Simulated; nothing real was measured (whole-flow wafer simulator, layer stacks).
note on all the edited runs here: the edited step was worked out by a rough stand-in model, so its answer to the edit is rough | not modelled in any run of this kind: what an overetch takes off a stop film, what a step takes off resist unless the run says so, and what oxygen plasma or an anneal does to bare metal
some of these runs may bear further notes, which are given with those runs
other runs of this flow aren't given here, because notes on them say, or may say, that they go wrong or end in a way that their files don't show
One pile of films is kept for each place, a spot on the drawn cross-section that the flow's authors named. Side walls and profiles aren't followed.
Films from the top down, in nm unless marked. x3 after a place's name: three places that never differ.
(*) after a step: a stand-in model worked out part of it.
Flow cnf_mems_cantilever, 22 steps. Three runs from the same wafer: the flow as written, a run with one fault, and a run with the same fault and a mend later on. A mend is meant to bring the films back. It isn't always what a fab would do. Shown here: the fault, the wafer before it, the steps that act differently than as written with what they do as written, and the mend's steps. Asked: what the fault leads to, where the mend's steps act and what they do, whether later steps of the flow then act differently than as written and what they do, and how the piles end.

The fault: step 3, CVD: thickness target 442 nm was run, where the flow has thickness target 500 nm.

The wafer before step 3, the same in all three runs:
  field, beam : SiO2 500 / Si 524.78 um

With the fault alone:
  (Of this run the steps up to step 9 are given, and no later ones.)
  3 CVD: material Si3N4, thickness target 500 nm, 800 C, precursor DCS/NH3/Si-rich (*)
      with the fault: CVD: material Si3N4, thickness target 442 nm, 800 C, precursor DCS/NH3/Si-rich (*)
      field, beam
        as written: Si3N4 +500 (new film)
        with the fault: Si3N4 +442 (new film)
  No later step of the flow up to step 9 acts differently than as written at any place that is followed.
  After step 9 the piles differ from the flow's by more than 2% or 0.5 nm, whichever is larger, at field, beam.
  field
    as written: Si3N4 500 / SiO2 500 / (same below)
    with the fault: Si3N4 442 / SiO2 500 / (same below)
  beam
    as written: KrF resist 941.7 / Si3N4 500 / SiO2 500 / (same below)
    with the fault: KrF resist 941.7 / Si3N4 442 / SiO2 500 / (same below)

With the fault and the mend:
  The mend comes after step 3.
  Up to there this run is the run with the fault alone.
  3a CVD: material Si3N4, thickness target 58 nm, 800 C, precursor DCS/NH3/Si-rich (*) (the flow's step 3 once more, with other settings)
      field, beam
        Si3N4 +58
  No later step of the flow acts differently than as written at any place that is followed.
  At the end the piles are the same as the flow's at every place that both follow.
